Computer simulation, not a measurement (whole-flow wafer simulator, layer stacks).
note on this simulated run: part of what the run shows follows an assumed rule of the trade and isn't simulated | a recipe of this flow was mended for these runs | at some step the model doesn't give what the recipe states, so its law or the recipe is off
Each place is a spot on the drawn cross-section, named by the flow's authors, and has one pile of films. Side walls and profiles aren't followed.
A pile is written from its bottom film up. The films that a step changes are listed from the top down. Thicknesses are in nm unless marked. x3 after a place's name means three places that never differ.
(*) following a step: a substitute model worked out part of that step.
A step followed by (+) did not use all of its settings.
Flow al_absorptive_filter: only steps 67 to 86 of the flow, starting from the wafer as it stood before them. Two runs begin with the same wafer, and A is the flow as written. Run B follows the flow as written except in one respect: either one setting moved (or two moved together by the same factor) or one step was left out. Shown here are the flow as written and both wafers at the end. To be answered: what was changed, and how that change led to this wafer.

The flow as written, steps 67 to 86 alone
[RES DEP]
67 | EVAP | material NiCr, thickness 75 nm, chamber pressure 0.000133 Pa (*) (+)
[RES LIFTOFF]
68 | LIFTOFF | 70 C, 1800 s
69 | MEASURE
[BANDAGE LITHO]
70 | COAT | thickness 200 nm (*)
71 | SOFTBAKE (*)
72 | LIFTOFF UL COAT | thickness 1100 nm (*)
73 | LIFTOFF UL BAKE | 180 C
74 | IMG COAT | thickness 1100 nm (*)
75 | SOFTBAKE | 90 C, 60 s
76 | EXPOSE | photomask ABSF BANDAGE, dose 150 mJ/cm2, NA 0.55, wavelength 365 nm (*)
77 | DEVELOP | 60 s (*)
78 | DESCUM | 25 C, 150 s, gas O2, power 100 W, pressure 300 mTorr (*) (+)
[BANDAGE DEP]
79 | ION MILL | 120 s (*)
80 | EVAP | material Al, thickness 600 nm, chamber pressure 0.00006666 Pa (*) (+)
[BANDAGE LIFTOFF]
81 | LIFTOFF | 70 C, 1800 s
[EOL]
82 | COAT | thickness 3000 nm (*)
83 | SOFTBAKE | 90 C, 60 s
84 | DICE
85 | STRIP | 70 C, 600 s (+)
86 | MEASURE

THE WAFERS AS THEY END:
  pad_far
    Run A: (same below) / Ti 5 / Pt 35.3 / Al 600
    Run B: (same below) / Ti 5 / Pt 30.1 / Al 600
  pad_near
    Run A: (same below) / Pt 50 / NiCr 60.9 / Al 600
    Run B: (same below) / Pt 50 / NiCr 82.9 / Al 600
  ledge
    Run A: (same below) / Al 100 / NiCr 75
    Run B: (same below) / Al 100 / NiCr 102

What caused this: step 67, EVAP: thickness 102 nm was run, while the flow as written has thickness 75 nm; step 79, ION MILL: 163 s was run, where the flow has 120 s.
The wafer lets one read it off: ledge has NiCr 102, and step 67 as written asks for 75 nm.

Step by step, how the change led to this:
  67 | EVAP | material NiCr, thickness 75 nm, chamber pressure 0.000133 Pa (*) (+)
      gnd, pad_far, ledge and 9 more: A +75 NiCr (new film) | B +102 NiCr (new film)
      pad_near, res: A +74.2 NiCr (new film) | B +100.9 NiCr (new film)
  68 | LIFTOFF | 70 C, 1800 s
      xa_field, xl_land, idc_field: A -75 NiCr (all of it), -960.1 i-line-resist (all of it), -1100 lift-off-underlayer (all of it), -200 acrylic-e-beam-resist (all of it) | B -102 NiCr (all of it), -960.1 i-line-resist (all of it), -1100 lift-off-underlayer (all of it), -200 acrylic-e-beam-resist (all of it)
      gnd: A -75 NiCr (all of it), -959.5 i-line-resist (all of it), -1100.9 lift-off-underlayer (all of it), -200.6 acrylic-e-beam-resist (all of it) | B -102 NiCr (all of it), -959.5 i-line-resist (all of it), -1100.9 lift-off-underlayer (all of it), -200.6 acrylic-e-beam-resist (all of it)
      (and at 7 other places as well)
  70 | COAT | thickness 200 nm (*)
      res: A +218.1 acrylic-e-beam-resist (new film) | B +213.4 acrylic-e-beam-resist (new film)
  79 | ION MILL | 120 s (*)
      gnd, ledge, res and 9 more: A -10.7 i-line-resist | B -14.5 i-line-resist
      pad_far: A -14.7 Pt | B -19.9 Pt
      (and at 1 other place as well)
  81 | LIFTOFF | 70 C, 1800 s
      res: A -600 Al (all of it), -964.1 i-line-resist (all of it), -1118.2 lift-off-underlayer (all of it), -218.1 acrylic-e-beam-resist (all of it) | B -600 Al (all of it), -952.5 i-line-resist (all of it), -1107.5 lift-off-underlayer (all of it), -213.4 acrylic-e-beam-resist (all of it)
  83 | SOFTBAKE | 90 C, 60 s
      gnd: A +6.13 i-line-resist | B +6.79 i-line-resist
      pad_near: A -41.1 i-line-resist | B -42.7 i-line-resist
      (and at 2 other places as well)
